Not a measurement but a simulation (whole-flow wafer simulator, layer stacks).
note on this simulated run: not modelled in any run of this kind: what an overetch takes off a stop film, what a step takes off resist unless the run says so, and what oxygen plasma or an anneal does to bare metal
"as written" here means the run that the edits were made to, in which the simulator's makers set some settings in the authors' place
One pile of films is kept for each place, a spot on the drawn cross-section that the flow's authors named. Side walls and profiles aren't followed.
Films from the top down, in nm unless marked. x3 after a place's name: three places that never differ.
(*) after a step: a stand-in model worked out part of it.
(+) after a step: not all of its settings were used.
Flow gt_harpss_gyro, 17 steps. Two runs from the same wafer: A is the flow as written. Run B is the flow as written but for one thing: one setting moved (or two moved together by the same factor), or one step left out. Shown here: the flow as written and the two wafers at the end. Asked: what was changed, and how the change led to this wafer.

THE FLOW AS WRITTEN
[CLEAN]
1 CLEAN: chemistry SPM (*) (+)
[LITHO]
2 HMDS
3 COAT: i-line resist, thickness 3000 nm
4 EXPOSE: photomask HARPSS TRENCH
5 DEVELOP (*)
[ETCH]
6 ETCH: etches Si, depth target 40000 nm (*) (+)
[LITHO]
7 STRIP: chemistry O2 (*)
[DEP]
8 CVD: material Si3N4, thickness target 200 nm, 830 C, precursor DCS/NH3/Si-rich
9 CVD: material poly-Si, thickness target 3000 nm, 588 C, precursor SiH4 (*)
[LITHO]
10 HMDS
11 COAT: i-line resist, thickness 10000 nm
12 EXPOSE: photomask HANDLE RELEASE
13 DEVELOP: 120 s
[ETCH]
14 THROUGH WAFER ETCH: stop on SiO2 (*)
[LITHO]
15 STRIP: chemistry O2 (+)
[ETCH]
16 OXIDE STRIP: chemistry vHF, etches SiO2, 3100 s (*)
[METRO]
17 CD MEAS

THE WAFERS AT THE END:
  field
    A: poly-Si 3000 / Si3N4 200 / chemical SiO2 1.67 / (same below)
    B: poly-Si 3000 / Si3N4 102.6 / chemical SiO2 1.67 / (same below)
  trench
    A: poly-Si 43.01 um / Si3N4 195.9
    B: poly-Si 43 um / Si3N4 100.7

The cause: step 8, CVD: thickness target 102.6 nm was run, where the flow has thickness target 200 nm.
It can be read off the wafer: field has Si3N4 102.6, and step 8 as written asks for 200 nm.

How the change led to this, step by step:
  8 CVD: material Si3N4, thickness target 200 nm, 830 C, precursor DCS/NH3/Si-rich
      field: A Si3N4 +200 (new film) | B Si3N4 +102.6 (new film)
      trench: A Si3N4 +195.9 (new film) | B Si3N4 +100.7 (new film)
  9 CVD: material poly-Si, thickness target 3000 nm, 588 C, precursor SiH4 (*)
      trench: A poly-Si +43.01 um (new film) | B poly-Si +43 um (new film)
